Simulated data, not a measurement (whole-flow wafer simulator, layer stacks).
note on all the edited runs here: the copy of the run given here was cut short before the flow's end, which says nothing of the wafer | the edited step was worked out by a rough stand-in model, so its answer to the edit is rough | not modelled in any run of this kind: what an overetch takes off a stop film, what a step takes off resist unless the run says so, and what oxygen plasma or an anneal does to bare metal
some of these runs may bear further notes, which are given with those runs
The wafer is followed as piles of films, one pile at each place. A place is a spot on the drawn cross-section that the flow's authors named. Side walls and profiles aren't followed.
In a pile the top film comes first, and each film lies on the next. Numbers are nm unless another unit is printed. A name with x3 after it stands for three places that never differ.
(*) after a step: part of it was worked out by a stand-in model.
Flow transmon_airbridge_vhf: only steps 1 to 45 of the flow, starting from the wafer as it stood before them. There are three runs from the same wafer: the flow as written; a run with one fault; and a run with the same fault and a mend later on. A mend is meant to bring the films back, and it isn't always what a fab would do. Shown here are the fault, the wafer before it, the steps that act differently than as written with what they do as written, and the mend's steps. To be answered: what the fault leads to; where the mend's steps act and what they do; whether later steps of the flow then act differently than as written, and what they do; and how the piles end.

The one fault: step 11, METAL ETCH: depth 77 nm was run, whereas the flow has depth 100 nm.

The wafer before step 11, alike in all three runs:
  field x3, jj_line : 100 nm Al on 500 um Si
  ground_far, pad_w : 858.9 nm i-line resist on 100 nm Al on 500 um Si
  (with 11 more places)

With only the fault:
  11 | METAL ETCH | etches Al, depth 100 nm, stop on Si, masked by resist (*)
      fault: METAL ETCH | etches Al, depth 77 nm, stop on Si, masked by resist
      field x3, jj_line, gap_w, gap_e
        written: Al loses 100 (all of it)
        fault: Al loses 77
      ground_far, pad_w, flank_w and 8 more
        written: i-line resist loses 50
        fault: i-line resist loses 38.5
  Steps further on in the flow that do not act as written (20 other steps are not shown; they differ only slightly, by no more than 2% or 0.5 nm, whichever is larger):
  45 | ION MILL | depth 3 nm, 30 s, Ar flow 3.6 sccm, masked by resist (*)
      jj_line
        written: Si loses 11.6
        fault: Al loses 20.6
  The piles end different from the flow's at field x3, jj_line, gap_w, gap_e by more than 2% or 0.5 nm, whichever is larger.
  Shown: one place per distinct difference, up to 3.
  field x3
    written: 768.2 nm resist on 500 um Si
    fault: 768.2 nm resist on 23 nm Al on 500 um Si
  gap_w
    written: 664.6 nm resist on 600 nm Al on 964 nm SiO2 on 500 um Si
    fault: 658.2 nm resist on 600 nm Al on 964 nm SiO2 on 23 nm Al on 500 um Si
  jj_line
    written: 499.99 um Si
    fault: 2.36 nm Al on 500 um Si

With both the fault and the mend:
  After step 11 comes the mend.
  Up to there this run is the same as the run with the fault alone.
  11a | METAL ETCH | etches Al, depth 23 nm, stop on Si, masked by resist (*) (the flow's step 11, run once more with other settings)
      ground_far, pad_w, flank_w and 8 more
        i-line resist loses 11.5
      field x3, jj_line, gap_w, gap_e
        Al loses 23 (all of it)
  None of the later steps of the flow acts differently than as written at any place that is followed.
  By the end, the piles equal the flow's at every place that both follow.
